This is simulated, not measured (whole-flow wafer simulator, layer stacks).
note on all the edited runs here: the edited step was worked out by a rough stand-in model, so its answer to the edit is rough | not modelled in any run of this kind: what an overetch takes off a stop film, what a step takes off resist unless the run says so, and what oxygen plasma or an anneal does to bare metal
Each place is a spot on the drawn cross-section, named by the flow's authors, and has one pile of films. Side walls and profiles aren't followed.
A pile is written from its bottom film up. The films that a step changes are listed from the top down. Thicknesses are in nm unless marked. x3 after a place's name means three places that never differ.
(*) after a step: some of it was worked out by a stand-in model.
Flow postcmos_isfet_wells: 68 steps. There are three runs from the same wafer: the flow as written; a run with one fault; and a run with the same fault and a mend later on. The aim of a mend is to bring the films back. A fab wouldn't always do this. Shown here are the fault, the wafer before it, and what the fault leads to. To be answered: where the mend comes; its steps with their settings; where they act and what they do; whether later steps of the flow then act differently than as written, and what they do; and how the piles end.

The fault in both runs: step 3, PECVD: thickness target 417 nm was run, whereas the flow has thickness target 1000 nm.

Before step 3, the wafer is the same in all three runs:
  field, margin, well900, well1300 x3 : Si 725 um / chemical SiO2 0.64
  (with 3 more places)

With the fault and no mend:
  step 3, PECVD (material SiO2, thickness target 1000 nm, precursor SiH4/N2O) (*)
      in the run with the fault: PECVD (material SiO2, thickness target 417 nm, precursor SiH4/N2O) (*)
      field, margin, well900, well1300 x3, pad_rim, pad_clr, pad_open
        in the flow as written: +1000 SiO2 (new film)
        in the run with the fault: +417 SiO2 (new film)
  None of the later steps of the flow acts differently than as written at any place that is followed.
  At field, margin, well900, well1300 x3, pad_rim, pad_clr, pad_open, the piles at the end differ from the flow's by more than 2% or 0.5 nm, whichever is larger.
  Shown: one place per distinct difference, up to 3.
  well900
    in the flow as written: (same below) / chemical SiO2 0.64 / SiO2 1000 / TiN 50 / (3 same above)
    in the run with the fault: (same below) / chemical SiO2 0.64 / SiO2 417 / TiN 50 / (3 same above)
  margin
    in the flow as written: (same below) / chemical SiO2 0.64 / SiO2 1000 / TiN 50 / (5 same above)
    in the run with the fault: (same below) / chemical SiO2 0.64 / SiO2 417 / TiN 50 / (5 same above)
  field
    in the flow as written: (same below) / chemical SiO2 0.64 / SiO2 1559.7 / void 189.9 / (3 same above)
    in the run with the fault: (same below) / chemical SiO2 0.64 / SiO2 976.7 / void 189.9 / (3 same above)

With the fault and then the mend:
  The mend stands after step 3.
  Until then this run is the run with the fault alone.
  step 3a, ETCH (chemistry boe, depth target 479.6 nm)
      field, margin, well900, well1300 x3, pad_rim, pad_clr, pad_open
        -417 SiO2 (all of it), -0.64 chemical SiO2 (all of it)
  step 3b, PECVD (material SiO2, thickness target 1000 nm, precursor SiH4/N2O) (a further turn of the flow's step 3)
      field, margin, well900, well1300 x3, pad_rim, pad_clr, pad_open
        +1000 SiO2 (new film)
  None of the later steps of the flow acts differently than as written at any place that is followed.
  At field, margin, well900, well1300 x3, pad_rim, pad_clr, pad_open, the piles at the end differ from the flow's by more than 2% or 0.5 nm, whichever is larger.
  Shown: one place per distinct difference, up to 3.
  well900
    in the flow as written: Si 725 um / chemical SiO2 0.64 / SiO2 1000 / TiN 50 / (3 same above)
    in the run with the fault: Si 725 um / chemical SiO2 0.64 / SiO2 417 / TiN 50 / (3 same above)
    in the run with the mend: Si 725 um / SiO2 1000 / TiN 50 / (3 same above)
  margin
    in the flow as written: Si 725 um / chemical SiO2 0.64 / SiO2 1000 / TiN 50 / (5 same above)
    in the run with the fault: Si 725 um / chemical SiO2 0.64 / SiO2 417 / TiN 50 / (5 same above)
    in the run with the mend: Si 725 um / SiO2 1000 / TiN 50 / (5 same above)
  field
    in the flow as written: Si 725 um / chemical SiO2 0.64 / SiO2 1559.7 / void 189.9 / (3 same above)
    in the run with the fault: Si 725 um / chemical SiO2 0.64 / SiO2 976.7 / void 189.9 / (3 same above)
    in the run with the mend: Si 725 um / SiO2 1559.7 / void 189.9 / (3 same above)
